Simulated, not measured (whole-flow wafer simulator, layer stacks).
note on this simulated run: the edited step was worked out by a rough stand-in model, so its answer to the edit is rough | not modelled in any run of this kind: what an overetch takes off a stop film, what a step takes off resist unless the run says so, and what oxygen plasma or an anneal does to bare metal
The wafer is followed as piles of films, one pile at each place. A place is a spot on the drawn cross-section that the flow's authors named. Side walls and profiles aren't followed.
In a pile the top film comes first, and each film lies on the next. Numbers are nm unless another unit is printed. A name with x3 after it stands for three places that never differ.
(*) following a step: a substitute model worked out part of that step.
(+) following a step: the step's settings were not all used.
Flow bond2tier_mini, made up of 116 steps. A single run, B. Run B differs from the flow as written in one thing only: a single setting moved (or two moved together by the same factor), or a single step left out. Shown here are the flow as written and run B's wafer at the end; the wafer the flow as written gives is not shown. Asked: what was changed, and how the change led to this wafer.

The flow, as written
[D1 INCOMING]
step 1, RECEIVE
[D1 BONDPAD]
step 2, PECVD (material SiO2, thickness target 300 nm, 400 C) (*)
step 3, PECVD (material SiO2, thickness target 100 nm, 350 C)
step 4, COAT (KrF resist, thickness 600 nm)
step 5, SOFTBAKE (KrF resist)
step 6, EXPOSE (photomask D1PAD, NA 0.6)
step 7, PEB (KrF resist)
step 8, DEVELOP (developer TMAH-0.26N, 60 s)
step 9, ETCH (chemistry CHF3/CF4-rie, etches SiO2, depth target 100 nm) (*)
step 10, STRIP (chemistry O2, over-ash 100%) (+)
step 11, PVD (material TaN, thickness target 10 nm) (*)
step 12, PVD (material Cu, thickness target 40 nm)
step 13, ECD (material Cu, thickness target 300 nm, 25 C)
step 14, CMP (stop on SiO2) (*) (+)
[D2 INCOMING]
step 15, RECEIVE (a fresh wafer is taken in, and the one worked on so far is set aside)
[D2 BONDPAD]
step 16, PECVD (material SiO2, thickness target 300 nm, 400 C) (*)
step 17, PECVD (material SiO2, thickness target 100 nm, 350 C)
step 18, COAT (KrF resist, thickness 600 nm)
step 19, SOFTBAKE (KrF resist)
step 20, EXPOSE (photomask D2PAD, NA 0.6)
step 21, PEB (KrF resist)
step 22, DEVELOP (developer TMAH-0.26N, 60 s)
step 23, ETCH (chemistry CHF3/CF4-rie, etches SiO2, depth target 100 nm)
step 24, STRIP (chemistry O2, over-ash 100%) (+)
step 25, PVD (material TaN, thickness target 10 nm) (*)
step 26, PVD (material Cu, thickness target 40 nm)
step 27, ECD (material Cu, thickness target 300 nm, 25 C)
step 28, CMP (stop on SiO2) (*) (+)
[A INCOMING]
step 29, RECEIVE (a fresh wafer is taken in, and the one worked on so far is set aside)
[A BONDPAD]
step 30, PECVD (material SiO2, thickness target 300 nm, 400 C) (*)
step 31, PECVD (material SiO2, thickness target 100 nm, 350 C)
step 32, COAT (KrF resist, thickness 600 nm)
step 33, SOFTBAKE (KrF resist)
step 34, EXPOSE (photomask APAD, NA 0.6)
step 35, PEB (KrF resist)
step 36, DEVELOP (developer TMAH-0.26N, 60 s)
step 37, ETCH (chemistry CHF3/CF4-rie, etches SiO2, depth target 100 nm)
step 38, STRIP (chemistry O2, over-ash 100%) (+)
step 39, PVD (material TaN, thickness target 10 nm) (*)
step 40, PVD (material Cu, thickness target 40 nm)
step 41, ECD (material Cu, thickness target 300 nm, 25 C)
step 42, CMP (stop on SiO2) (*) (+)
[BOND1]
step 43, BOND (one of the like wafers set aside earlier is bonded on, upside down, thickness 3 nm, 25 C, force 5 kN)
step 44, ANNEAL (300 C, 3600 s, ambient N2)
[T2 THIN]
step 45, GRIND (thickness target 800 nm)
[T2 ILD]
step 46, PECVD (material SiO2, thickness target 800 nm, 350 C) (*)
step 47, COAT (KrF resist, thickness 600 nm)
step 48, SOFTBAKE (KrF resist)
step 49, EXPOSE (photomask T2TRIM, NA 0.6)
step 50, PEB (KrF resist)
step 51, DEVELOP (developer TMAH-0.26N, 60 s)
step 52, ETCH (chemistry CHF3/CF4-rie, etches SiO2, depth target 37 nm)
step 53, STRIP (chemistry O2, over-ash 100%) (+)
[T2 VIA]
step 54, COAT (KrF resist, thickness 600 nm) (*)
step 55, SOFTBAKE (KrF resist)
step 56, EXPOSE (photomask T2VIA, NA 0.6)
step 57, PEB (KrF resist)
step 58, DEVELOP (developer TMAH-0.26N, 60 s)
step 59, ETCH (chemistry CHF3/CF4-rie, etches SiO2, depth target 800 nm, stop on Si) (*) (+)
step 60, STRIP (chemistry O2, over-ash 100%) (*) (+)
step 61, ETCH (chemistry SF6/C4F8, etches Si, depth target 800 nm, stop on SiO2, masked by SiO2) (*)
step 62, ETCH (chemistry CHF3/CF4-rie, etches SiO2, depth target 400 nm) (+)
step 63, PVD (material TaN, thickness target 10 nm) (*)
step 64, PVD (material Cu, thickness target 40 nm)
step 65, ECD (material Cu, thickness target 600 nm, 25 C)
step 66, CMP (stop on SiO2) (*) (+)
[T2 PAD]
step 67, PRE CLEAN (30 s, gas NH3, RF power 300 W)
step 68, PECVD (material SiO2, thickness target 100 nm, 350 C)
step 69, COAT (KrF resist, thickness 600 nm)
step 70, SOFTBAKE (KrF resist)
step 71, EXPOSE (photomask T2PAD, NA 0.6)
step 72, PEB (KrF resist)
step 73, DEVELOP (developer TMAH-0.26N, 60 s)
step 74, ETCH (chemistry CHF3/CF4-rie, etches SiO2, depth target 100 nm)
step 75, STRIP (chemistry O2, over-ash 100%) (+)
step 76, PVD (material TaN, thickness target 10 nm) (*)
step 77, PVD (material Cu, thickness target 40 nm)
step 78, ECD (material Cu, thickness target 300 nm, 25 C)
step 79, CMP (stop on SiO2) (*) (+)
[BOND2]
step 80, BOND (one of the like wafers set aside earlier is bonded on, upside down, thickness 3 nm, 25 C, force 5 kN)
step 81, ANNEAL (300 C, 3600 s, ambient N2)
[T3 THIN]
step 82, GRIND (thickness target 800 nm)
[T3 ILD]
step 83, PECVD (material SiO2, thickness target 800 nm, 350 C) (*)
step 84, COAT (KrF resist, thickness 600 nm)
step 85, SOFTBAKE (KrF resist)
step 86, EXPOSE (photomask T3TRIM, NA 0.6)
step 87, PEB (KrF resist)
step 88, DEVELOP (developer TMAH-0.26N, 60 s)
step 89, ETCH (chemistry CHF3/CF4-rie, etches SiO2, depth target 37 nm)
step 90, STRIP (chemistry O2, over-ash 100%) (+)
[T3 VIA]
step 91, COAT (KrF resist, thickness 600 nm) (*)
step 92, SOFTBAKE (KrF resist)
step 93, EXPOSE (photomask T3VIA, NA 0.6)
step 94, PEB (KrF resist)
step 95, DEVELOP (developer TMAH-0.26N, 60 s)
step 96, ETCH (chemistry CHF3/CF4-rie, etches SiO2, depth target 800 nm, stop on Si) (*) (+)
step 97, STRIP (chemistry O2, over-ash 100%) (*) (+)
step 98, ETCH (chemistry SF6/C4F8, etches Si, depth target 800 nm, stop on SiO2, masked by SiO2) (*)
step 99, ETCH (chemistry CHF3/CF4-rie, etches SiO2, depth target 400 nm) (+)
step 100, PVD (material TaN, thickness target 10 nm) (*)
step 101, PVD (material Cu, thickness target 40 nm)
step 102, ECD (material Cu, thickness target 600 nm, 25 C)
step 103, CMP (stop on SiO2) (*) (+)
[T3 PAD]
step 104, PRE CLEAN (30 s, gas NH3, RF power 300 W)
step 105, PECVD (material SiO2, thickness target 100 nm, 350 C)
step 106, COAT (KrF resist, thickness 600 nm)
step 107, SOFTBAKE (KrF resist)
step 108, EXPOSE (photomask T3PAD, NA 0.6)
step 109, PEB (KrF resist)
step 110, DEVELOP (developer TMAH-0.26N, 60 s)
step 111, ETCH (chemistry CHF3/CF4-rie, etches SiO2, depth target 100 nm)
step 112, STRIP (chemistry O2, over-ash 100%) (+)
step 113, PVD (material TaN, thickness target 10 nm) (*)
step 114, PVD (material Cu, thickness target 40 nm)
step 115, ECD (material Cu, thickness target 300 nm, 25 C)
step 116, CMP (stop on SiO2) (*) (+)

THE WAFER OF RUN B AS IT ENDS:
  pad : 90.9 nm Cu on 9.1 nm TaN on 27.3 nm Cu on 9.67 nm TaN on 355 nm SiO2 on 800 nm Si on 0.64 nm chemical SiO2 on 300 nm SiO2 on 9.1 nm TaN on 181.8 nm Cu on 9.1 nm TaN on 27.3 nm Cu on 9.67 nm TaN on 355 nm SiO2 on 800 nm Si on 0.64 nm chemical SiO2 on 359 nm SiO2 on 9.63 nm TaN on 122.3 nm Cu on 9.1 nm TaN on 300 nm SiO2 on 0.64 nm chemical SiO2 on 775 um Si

Cause: step 9, ETCH: depth target 41 nm was run, while the flow as written has depth target 100 nm.

Step by step, how the change led to this:
  step 9, ETCH (chemistry CHF3/CF4-rie, etches SiO2, depth target 100 nm) (*)
      pad, via: -41 SiO2 (it would be, as written: -100 SiO2)
      field: -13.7 KrF resist (it would be, as written: -33.3 KrF resist)
  step 10, STRIP (chemistry O2, over-ash 100%) (+)
      field: -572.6 KrF resist (all of it) (it would be, as written: -552.9 KrF resist (all of it))
  step 11, PVD (material TaN, thickness target 10 nm) (*)
      pad: +9.63 TaN (new film) (it would be, as written: +9.1 TaN (new film))
  step 12, PVD (material Cu, thickness target 40 nm)
      pad: +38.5 Cu (new film) (it would be, as written: +36.4 Cu (new film))
  step 13, ECD (material Cu, thickness target 300 nm, 25 C)
      pad: +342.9 Cu (it would be, as written: +404.5 Cu)
      via: +341 Cu (it would be, as written: +400.2 Cu)
  step 43, BOND (one of the like wafers set aside earlier is bonded on, upside down, thickness 3 nm, 25 C, force 5 kN)
      pad: +775 um Si (new film), +0.64 chemical SiO2 (new film), +359 SiO2 (new film), +9.63 TaN (new film), +31.4 Cu (it would be, as written: +775 um Si (new film), +0.64 chemical SiO2 (new film), +300 SiO2 (new film), +9.1 TaN (new film), +90.9 Cu)
      via: +775 um Si (new film), +0.64 chemical SiO2 (new film), +359 SiO2 (new film), +10 TaN (new film), +31 Cu (it would be, as written: +775 um Si (new film), +0.64 chemical SiO2 (new film), +300 SiO2 (new film), +9.97 TaN (new film), +90 Cu)
